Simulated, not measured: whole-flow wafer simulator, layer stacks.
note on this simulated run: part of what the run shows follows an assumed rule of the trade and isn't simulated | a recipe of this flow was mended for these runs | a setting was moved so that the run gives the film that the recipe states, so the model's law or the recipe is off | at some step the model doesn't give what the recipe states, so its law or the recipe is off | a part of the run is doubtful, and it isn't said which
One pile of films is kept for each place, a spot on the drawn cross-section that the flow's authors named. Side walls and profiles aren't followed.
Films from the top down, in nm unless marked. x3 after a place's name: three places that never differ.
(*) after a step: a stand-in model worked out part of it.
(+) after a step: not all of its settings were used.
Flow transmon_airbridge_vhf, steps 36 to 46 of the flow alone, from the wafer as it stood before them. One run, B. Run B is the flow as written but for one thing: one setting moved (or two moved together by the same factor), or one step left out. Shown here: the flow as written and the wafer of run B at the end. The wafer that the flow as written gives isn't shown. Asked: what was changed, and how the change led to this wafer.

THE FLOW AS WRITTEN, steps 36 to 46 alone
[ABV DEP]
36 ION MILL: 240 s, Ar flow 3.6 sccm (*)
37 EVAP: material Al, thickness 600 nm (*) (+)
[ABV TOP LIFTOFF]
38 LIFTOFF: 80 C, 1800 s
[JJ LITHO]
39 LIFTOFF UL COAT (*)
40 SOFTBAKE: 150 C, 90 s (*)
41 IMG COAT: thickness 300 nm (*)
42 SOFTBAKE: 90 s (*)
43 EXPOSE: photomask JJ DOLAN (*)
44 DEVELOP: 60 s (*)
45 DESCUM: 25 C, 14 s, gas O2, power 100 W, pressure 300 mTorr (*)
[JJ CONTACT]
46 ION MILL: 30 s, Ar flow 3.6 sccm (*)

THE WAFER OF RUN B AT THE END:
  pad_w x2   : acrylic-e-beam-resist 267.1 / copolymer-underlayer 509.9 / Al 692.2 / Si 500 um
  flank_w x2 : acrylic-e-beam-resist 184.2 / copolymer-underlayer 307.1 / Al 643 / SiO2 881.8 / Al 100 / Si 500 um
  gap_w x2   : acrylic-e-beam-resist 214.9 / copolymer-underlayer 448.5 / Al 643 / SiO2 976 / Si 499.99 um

The cause: step 37, EVAP: thickness 643 nm was run, where the flow has thickness 600 nm.
It can be read off the wafer: flank_w x2 has Al 643, and step 37 as written asks for 600 nm.

How the change led to this, step by step:
  37 EVAP: material Al, thickness 600 nm (*) (+)
      field x3, jj_line, ground_far and 10 more: Al +643 (new film) (as written it would be: Al +600 (new film))
      pad_w x2: Al +633.5 (as written it would be: Al +591.1)
  38 LIFTOFF: 80 C, 1800 s
      field x3, jj_line, trace_open_s x2: Al -643 (all of it), i-line-resist -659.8 (all of it), lift-off-underlayer -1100 (all of it), acrylic-e-beam-resist -240 (all of it) (as written it would be: Al -600 (all of it), i-line-resist -659.8 (all of it), lift-off-underlayer -1100 (all of it), acrylic-e-beam-resist -240 (all of it))
      margin_s, margin_n: Al -643 (all of it), i-line-resist -378.2 (all of it), lift-off-underlayer -823.4 (all of it), acrylic-e-beam-resist -168.6 (all of it) (as written it would be: Al -600 (all of it), i-line-resist -378.2 (all of it), lift-off-underlayer -823.4 (all of it), acrylic-e-beam-resist -168.6 (all of it))
      (and at 1 more place)
